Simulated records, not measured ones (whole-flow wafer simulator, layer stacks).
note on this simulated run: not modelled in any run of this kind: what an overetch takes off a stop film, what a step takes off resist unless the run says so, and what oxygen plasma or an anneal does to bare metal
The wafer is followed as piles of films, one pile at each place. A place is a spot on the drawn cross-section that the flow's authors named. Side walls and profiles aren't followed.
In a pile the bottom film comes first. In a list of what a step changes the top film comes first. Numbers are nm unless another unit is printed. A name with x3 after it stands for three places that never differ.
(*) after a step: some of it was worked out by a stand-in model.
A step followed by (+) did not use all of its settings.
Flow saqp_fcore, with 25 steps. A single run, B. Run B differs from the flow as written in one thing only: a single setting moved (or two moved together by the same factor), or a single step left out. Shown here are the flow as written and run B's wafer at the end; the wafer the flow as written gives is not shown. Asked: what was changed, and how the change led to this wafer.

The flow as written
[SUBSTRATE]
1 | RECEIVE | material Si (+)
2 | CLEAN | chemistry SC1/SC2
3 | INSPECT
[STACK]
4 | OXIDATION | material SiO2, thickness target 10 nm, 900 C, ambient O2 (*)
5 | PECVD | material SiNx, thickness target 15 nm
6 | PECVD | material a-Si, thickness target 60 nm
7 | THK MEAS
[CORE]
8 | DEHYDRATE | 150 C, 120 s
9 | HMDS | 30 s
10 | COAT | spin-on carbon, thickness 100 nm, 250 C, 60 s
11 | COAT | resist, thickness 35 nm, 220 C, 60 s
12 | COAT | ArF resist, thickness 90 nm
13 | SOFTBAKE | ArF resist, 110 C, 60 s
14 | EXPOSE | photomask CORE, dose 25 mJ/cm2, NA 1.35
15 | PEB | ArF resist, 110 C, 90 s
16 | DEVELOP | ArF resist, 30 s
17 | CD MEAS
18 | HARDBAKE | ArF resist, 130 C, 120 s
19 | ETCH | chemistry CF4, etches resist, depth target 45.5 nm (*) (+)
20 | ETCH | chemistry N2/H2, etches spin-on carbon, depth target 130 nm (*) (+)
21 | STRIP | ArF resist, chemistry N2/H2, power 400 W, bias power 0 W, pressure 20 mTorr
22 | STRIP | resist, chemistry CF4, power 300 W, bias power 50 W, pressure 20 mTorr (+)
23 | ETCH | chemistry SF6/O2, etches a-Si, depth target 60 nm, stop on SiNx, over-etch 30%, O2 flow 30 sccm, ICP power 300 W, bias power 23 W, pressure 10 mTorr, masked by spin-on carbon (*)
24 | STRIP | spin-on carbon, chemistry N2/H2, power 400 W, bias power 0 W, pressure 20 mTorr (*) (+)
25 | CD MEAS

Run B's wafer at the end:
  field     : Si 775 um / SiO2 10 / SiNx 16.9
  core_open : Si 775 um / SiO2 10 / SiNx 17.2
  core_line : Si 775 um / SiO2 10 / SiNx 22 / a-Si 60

Cause: step 5, PECVD: thickness target 22 nm was run, while the flow as written has thickness target 15 nm.
The wafer lets one read it off: core_line has SiNx 22, and step 5 as written asks for 15 nm.

Step by step, how the change led to this:
  5 | PECVD | material SiNx, thickness target 15 nm
      field, core_open, core_line: SiNx gains 22 (new film) (in the flow as written it would be: SiNx gains 15 (new film))
